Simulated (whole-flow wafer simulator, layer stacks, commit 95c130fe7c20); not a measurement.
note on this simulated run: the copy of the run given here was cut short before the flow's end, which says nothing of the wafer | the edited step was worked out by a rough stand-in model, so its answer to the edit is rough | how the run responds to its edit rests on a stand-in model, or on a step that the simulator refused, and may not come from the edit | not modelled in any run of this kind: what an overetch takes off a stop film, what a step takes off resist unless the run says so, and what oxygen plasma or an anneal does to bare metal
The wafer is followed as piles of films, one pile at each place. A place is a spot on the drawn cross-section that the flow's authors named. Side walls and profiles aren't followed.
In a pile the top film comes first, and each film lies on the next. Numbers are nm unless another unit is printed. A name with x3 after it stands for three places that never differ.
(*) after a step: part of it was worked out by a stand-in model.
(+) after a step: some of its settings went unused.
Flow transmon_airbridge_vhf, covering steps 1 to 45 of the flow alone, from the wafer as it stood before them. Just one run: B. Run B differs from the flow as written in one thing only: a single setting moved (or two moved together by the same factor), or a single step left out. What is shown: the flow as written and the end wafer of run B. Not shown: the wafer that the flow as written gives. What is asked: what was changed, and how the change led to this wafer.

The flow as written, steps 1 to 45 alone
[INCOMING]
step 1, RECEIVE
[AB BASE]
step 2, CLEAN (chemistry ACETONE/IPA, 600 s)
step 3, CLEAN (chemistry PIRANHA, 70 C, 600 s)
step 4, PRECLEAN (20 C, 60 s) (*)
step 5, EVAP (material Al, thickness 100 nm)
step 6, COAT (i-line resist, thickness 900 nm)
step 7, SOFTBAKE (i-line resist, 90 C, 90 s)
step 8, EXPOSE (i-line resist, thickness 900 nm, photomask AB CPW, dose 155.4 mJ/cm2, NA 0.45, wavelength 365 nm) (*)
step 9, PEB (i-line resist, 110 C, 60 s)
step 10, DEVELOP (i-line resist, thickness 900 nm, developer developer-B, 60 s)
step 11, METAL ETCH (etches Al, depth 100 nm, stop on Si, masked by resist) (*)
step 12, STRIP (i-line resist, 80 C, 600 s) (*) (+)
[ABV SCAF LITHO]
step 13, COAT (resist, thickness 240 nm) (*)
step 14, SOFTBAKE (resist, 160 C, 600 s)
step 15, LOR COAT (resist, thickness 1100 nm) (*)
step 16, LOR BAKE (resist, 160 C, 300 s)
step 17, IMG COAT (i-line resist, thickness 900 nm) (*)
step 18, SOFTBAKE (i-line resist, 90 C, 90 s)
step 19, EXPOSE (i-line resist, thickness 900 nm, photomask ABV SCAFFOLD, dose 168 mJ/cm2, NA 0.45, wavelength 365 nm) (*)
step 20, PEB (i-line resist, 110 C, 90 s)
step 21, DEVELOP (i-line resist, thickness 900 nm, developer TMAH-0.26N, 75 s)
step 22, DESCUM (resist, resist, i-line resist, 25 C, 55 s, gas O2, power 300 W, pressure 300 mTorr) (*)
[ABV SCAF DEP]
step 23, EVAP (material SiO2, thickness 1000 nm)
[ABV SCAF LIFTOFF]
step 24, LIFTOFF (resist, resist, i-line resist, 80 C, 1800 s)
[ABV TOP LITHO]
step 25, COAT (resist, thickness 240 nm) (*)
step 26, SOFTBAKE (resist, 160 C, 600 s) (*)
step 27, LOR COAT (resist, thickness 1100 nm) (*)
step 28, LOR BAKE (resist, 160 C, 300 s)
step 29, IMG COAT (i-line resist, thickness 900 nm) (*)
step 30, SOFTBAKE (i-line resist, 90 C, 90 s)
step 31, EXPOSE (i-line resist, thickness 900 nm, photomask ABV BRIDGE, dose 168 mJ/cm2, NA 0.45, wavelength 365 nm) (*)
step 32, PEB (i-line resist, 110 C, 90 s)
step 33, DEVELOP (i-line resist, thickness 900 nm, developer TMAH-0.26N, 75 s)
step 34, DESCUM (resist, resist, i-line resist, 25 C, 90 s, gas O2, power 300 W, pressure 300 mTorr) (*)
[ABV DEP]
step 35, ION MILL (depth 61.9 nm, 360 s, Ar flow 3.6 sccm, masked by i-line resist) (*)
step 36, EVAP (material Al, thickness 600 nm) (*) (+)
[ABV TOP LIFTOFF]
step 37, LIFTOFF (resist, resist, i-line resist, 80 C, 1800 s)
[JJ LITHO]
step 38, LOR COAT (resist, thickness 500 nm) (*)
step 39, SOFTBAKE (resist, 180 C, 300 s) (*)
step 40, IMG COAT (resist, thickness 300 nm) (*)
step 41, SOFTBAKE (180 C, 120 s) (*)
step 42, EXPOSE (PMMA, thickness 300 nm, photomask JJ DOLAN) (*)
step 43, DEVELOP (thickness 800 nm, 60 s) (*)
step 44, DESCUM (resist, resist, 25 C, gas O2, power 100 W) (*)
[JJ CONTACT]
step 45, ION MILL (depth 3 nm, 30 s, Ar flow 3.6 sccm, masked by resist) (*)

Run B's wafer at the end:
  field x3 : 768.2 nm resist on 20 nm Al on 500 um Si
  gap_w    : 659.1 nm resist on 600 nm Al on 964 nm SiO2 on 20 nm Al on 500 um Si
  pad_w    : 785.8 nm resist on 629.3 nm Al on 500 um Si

What caused this: step 11, METAL ETCH: depth 80 nm was run, whereas the flow has depth 100 nm.

The path from the change to this, step by step:
  step 11, METAL ETCH (etches Al, depth 100 nm, stop on Si, masked by resist) (*)
      field x3, jj_line, gap_w, gap_e: -80 Al (as written it would have been: -100 Al (all of it))
      ground_far, pad_w, flank_w and 8 more: -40 i-line resist (as written it would have been: -50 i-line resist)
  step 45, ION MILL (depth 3 nm, 30 s, Ar flow 3.6 sccm, masked by resist) (*)
      jj_line: -20 Al (all of it), -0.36 Si (as written it would have been: -11.6 Si)
If metal films that touch count as one body, field x3 has 1 body; the flow as written gives 0 bodies.
If metal films that touch count as one body, gap_w has 2 bodies (between them, from the top down: SiO2 964); the flow as written gives 1 body.
